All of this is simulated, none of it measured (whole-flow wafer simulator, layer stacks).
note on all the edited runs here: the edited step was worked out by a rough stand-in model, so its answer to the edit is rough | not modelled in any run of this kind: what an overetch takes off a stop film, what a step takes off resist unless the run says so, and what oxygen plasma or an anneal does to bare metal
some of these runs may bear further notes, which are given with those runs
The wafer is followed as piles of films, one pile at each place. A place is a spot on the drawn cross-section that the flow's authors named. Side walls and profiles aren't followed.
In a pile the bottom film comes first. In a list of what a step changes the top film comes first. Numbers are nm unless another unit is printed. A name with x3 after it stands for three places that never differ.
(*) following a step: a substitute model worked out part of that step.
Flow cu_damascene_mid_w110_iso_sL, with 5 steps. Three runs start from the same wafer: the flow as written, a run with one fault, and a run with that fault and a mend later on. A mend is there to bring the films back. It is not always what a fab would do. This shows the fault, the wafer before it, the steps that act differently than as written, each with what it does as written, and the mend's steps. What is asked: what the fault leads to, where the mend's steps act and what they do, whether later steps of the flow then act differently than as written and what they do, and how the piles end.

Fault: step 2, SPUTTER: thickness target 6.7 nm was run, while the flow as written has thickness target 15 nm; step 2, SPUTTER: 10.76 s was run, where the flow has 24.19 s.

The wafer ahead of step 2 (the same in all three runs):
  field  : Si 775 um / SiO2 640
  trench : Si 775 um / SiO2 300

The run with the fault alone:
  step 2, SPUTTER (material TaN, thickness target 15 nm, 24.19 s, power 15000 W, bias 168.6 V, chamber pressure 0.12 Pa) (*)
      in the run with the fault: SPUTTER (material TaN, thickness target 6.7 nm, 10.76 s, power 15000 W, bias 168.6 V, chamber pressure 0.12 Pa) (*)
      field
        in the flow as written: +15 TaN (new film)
        in the run with the fault: +6.7 TaN (new film)
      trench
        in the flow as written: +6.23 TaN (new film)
        in the run with the fault: +2.78 TaN (new film)
  Steps further on in the flow that do not act as written (2 other steps are not shown; they differ only slightly, by no more than 2% or 0.5 nm, whichever is larger):
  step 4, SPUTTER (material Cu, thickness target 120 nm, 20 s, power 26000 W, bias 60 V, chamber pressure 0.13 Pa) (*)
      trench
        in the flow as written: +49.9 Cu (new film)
        in the run with the fault: +51.3 Cu (new film)
  At field, trench, the piles at the end differ from the flow's by more than 2% or 0.5 nm, whichever is larger.
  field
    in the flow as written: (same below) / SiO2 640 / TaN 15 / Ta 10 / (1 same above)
    in the run with the fault: (same below) / SiO2 640 / TaN 6.7 / Ta 10 / (1 same above)
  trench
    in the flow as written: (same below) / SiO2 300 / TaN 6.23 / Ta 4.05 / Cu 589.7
    in the run with the fault: (same below) / SiO2 300 / TaN 2.78 / Ta 4.15 / Cu 584.8

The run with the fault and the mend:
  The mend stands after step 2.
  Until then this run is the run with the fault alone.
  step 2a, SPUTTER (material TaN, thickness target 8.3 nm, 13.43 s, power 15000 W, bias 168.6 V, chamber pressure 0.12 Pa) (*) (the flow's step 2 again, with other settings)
      field
        +8.3 TaN
      trench
        +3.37 TaN
  Every later step of the flow that is run acts as written, at every place that is followed, to within 2% or 0.5 nm, whichever is larger.
  The piles end only slightly different from the flow's at the places that both follow, by no more than 2% or 0.5 nm, whichever is larger.
